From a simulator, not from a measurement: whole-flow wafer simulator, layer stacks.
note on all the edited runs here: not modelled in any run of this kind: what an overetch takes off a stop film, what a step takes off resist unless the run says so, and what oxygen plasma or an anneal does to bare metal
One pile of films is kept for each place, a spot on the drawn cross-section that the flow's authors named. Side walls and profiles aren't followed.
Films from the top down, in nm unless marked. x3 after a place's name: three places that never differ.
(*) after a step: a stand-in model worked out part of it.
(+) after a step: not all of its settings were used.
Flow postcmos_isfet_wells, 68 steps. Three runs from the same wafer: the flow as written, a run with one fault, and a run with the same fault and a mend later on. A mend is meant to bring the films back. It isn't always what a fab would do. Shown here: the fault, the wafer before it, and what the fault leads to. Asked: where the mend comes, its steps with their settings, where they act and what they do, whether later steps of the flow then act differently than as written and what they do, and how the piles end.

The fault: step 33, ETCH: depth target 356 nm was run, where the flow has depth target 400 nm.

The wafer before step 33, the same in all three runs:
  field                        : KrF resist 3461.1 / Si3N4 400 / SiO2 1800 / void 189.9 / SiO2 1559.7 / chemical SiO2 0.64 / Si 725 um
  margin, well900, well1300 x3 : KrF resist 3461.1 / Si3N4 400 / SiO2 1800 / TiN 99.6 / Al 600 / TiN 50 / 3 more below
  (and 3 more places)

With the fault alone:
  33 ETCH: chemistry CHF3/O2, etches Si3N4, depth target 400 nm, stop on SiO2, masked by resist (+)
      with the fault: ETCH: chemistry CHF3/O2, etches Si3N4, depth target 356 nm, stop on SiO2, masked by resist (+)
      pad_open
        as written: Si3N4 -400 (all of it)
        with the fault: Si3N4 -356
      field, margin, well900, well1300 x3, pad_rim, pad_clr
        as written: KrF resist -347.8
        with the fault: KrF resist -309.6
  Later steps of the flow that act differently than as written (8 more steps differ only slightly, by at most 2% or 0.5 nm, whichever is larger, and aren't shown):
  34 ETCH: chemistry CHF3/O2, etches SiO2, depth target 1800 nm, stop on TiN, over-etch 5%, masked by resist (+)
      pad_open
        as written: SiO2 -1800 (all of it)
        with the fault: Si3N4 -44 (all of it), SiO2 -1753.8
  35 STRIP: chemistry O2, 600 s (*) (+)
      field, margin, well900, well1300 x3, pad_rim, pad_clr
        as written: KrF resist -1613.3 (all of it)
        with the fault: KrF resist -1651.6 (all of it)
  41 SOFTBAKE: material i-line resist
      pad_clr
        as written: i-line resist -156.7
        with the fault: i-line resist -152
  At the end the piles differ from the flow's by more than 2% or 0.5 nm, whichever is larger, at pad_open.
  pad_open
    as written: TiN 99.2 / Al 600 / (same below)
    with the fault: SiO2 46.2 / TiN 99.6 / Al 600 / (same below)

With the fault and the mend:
  The mend comes after step 33.
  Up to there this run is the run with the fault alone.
  33a ETCH: chemistry CHF3/O2, etches Si3N4, depth target 44 nm, stop on SiO2, masked by resist (the flow's step 33 once more, with other settings)
      field, margin, well900, well1300 x3, pad_rim, pad_clr
        KrF resist -38.3
      pad_open
        Si3N4 -44 (all of it)
  No later step of the flow acts differently than as written at any place that is followed.
  At the end the piles are the same as the flow's at every place that both follow.
